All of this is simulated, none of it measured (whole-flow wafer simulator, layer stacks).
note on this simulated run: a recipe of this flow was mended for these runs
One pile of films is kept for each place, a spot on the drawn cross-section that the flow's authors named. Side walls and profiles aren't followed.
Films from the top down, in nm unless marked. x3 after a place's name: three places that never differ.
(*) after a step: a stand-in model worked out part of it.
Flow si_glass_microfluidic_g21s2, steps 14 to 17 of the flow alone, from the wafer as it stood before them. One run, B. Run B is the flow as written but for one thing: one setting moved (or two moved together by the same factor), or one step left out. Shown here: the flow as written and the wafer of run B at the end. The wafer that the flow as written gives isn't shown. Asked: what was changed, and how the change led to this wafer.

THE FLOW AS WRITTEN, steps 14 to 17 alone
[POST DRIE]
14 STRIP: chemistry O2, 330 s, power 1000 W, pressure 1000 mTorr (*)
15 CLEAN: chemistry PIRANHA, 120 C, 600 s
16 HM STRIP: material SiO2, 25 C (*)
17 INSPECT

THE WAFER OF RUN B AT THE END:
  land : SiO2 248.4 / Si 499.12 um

The cause: step 16, HM STRIP: 14 C was run, where the flow has 25 C.

How the change led to this, step by step:
  16 HM STRIP: material SiO2, 25 C (*)
      land: SiO2 -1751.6 (as written it would be: SiO2 -2000 (all of it))
